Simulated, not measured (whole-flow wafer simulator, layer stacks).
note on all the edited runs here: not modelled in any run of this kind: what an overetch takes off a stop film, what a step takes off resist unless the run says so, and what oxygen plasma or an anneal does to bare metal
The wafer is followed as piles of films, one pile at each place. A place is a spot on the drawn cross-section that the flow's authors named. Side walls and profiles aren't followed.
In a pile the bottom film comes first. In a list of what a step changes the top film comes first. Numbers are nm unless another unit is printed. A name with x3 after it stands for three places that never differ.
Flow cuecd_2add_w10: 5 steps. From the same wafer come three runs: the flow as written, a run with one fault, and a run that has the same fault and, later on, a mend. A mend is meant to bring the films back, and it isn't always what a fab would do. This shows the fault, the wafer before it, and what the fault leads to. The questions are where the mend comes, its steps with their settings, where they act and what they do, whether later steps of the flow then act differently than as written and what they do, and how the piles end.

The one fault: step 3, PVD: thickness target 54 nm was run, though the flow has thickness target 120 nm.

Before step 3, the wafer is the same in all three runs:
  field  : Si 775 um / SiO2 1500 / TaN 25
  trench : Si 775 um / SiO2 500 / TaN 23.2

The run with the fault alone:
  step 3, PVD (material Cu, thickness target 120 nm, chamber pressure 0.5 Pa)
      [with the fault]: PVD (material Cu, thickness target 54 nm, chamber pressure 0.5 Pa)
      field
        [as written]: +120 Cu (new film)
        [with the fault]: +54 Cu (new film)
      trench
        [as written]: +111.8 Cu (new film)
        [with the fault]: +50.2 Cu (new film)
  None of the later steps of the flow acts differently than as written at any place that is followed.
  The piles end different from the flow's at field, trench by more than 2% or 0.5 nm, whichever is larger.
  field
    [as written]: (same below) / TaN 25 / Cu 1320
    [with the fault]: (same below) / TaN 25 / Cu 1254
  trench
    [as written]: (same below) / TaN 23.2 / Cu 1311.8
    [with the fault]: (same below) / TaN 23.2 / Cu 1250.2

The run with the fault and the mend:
  The mend stands after step 3.
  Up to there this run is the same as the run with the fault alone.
  step 3a, PVD (material Cu, thickness target 66 nm, chamber pressure 0.5 Pa) (the flow's step 3, run once more with other settings)
      field
        +66 Cu
      trench
        +61.4 Cu
  None of the later steps of the flow acts differently than as written at any place that is followed.
  The piles end only slightly different from the flow's at the places that both follow, by no more than 2% or 0.5 nm, whichever is larger.
